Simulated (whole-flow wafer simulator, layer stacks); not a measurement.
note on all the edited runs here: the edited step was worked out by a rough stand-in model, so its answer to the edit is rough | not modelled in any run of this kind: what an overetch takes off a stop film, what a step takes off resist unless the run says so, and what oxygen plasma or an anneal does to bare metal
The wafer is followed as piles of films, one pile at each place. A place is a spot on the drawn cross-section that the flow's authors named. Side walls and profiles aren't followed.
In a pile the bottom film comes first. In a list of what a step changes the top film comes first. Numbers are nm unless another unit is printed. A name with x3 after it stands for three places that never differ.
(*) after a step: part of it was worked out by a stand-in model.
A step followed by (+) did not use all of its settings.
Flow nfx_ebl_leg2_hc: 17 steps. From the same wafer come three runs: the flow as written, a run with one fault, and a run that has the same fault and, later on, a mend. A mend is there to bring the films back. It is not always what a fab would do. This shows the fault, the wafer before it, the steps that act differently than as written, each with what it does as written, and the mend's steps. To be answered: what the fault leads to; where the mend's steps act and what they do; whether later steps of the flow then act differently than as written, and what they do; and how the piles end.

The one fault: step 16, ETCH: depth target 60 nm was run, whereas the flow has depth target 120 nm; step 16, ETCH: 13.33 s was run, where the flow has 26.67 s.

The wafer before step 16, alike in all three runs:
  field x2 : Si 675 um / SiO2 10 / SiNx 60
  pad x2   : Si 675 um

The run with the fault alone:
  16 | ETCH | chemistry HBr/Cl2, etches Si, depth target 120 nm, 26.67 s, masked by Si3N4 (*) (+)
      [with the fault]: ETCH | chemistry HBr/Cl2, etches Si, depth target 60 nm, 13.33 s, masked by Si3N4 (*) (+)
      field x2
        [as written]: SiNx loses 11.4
        [with the fault]: SiNx loses 5.71
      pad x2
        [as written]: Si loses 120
        [with the fault]: Si loses 60
  None of the later steps of the flow acts differently than as written at any place that is followed.
  At field x2, the piles at the end differ from the flow's by more than 2% or 0.5 nm, whichever is larger.
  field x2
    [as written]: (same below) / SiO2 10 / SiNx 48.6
    [with the fault]: (same below) / SiO2 10 / SiNx 54.3

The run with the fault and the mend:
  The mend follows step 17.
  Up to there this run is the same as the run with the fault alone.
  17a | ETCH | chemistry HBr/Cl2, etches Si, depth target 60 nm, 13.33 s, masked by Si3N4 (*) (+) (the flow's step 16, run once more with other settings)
      field x2
        SiNx loses 5.71
      pad x2
        Si loses 60
  None of the later steps of the flow acts differently than as written at any place that is followed.
  By the end, the piles equal the flow's at every place that both follow.
